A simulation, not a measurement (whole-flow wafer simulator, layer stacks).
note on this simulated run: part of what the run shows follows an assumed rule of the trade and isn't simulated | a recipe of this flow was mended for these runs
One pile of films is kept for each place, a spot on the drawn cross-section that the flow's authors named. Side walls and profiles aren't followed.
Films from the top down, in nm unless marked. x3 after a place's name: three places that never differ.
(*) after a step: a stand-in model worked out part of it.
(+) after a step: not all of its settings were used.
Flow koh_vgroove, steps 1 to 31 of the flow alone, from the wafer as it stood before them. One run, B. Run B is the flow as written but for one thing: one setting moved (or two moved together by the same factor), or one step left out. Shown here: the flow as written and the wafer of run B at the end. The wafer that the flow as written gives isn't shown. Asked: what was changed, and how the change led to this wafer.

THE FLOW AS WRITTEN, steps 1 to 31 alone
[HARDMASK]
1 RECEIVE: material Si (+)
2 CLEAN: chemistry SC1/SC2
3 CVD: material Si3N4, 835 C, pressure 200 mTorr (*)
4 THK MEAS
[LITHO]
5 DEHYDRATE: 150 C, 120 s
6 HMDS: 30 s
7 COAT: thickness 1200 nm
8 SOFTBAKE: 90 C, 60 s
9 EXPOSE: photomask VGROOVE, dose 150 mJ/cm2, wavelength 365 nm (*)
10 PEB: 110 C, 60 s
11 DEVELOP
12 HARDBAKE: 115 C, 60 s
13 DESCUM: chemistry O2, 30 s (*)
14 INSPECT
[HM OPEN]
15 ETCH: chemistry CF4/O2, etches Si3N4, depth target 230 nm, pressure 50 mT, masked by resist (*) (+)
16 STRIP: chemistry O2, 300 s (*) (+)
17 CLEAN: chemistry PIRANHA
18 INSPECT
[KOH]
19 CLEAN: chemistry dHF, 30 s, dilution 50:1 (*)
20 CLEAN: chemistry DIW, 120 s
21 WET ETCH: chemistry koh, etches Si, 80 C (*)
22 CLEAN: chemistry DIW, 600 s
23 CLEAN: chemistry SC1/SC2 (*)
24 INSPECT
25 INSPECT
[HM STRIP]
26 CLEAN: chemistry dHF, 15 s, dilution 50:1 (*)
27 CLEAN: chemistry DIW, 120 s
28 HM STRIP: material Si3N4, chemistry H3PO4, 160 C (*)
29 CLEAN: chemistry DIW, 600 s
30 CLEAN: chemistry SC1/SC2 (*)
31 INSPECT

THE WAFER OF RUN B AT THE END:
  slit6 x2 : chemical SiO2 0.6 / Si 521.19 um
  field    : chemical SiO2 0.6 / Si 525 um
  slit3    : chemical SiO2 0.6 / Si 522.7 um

The cause: step 3, CVD: pressure 130 mTorr was run, where the flow has pressure 200 mTorr.

How the change led to this, step by step:
  3 CVD: material Si3N4, 835 C, pressure 200 mTorr (*)
      field, slit3, slit2, slit6 x2: Si3N4 +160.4 (new film) (as written it would be: Si3N4 +200 (new film))
  15 ETCH: chemistry CF4/O2, etches Si3N4, depth target 230 nm, pressure 50 mT, masked by resist (*) (+)
      slit3, slit2, slit6 x2: Si3N4 -160.4 (all of it), chemical SiO2 -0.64 (all of it), Si -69 (as written it would be: Si3N4 -200 (all of it), chemical SiO2 -0.64 (all of it), Si -29.4)
  28 HM STRIP: material Si3N4, chemistry H3PO4, 160 C (*)
      field: Si3N4 -159.1 (all of it), chemical SiO2 -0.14, Si -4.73 (as written it would be: Si3N4 -198.7 (all of it), chemical SiO2 -0.14, Si -2.75)
